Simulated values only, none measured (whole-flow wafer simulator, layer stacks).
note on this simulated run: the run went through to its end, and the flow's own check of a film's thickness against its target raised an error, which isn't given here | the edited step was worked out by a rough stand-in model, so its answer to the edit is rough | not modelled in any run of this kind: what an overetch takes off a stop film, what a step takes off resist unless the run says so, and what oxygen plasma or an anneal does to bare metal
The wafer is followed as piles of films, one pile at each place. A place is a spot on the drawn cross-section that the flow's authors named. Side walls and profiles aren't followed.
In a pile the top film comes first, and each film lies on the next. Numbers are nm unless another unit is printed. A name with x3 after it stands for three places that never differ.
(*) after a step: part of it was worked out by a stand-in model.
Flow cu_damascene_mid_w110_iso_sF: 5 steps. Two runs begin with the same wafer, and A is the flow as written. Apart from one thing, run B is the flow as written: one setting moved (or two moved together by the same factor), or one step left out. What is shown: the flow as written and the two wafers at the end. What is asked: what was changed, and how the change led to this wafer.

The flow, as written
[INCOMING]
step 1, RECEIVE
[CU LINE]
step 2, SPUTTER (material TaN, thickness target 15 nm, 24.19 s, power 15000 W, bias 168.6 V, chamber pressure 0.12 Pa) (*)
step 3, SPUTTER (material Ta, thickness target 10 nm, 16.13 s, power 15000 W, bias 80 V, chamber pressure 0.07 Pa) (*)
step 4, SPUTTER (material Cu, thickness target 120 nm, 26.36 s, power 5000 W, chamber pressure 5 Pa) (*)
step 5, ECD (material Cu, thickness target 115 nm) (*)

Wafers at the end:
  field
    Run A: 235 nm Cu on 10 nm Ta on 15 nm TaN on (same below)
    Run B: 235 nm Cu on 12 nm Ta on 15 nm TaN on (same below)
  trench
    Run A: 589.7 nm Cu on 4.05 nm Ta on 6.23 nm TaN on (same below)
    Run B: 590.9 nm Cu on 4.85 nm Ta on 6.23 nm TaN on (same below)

Cause: step 3, SPUTTER: thickness target 12 nm was run, whereas the flow has thickness target 10 nm; step 3, SPUTTER: 19.36 s was run, where the flow has 16.13 s.
The wafer itself shows it: field has Ta 12, and step 3 as written asks for 10 nm.

How this came from the change, step by step:
  step 3, SPUTTER (material Ta, thickness target 10 nm, 16.13 s, power 15000 W, bias 80 V, chamber pressure 0.07 Pa) (*)
      field: A Ta gains 10 (new film) | B Ta gains 12 (new film)
      trench: A Ta gains 4.05 (new film) | B Ta gains 4.85 (new film)
